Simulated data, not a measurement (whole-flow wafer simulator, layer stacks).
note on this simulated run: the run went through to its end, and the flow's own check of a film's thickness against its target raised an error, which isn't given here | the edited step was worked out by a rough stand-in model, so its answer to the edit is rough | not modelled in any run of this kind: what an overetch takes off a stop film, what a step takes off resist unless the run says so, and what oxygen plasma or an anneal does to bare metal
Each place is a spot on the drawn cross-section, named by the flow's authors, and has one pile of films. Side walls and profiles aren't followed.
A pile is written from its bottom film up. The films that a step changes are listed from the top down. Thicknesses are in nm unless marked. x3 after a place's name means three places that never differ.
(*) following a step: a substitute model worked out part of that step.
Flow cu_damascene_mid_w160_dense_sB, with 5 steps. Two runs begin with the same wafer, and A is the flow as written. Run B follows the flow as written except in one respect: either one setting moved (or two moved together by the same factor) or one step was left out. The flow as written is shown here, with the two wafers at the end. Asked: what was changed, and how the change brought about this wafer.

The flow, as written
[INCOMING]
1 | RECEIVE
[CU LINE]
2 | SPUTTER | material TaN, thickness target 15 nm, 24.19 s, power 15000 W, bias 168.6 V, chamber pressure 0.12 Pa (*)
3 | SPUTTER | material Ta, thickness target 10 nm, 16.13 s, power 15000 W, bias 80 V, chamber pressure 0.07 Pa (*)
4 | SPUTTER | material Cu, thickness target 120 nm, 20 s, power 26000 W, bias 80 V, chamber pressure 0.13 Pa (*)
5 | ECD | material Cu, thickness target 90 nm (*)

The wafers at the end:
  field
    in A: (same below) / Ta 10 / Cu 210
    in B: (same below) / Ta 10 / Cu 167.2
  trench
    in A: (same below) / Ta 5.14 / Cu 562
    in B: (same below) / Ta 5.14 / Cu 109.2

The reason: step 5, ECD: thickness target 47.2 nm was run, whereas the flow has thickness target 90 nm.

How this came from the change, step by step:
  5 | ECD | material Cu, thickness target 90 nm (*)
      field: A Cu gains 90 | B Cu gains 47.2
      trench: A Cu gains 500 | B Cu gains 47.2
